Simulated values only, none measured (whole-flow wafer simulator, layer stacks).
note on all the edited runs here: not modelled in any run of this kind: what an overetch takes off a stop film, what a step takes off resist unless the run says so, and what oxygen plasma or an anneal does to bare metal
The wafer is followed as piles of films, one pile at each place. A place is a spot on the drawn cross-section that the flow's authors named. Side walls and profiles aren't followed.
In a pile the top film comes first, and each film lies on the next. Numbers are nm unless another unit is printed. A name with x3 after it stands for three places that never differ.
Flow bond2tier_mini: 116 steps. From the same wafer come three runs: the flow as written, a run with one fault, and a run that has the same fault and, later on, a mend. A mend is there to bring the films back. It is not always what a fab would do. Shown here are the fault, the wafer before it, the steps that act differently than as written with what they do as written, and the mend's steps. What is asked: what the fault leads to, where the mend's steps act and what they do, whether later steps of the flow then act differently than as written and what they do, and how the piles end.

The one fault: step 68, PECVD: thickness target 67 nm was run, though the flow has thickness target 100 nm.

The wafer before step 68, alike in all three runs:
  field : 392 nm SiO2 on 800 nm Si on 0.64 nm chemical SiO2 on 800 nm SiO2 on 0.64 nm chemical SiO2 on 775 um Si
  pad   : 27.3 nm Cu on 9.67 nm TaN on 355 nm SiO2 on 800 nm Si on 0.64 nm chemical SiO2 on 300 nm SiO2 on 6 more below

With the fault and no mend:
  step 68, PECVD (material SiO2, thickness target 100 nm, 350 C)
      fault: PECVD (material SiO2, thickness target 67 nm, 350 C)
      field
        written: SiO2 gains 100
        fault: SiO2 gains 67
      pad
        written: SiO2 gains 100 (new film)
        fault: SiO2 gains 67 (new film)
  Later steps of the flow acting differently than as written (not shown: 1 more step that differs only slightly, by at most 2% or 0.5 nm, whichever is larger):
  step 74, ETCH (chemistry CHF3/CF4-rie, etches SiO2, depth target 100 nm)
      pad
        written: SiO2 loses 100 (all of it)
        fault: SiO2 loses 67 (all of it), Cu loses 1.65
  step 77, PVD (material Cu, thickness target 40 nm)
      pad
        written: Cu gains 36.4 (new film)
        fault: Cu gains 37.5 (new film)
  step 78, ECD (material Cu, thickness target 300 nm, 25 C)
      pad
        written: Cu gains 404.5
        fault: Cu gains 371.7
  At field, pad, the piles at the end differ from the flow's by more than 2% or 0.5 nm, whichever is larger.
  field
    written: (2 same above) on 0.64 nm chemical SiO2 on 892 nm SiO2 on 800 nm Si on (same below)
    fault: (2 same above) on 0.64 nm chemical SiO2 on 859 nm SiO2 on 800 nm Si on (same below)
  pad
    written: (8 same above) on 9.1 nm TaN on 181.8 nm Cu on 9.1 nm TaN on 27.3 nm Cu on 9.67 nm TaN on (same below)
    fault: (8 same above) on 9.1 nm TaN on 150.1 nm Cu on 9.42 nm TaN on 25.7 nm Cu on 9.67 nm TaN on (same below)

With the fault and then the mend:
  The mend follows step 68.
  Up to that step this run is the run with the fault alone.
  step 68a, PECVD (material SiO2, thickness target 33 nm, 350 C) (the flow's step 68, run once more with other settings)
      field, pad
        SiO2 gains 33
  None of the later steps of the flow acts differently than as written at any place that is followed.
  The piles end the same as the flow's at every place that both follow.
